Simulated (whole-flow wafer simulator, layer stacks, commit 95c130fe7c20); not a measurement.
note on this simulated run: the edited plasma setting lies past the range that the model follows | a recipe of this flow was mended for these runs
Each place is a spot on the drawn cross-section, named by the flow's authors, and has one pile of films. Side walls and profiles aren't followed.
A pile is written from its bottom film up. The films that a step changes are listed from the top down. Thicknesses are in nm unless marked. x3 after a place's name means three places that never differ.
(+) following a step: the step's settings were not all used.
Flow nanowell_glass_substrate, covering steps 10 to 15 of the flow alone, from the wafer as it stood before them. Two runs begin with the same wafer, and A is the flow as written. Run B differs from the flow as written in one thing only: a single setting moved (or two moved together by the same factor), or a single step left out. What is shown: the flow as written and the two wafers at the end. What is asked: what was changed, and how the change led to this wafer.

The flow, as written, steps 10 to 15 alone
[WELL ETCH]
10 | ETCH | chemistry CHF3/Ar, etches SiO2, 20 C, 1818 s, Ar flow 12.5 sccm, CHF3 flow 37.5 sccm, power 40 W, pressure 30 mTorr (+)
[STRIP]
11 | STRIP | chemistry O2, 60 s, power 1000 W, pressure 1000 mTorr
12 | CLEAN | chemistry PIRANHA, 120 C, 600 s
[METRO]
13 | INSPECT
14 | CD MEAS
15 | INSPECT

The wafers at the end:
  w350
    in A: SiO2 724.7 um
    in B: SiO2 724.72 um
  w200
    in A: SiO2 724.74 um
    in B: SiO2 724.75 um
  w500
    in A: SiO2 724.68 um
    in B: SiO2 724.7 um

Cause: step 10, ETCH: pressure 22.8 mTorr was run, whereas the flow has pressure 30 mTorr.

How this came from the change, step by step:
  10 | ETCH | chemistry CHF3/Ar, etches SiO2, 20 C, 1818 s, Ar flow 12.5 sccm, CHF3 flow 37.5 sccm, power 40 W, pressure 30 mTorr (+)
      land: A UV-NIL-ACRYLATE loses 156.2 | B UV-NIL-ACRYLATE loses 160.1
      w350: A SiO2 loses 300 | B SiO2 loses 284.9
      (and at 3 other places as well)
  11 | STRIP | chemistry O2, 60 s, power 1000 W, pressure 1000 mTorr
      land: A UV-NIL-ACRYLATE loses 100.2 (all of it) | B UV-NIL-ACRYLATE loses 96.2 (all of it)
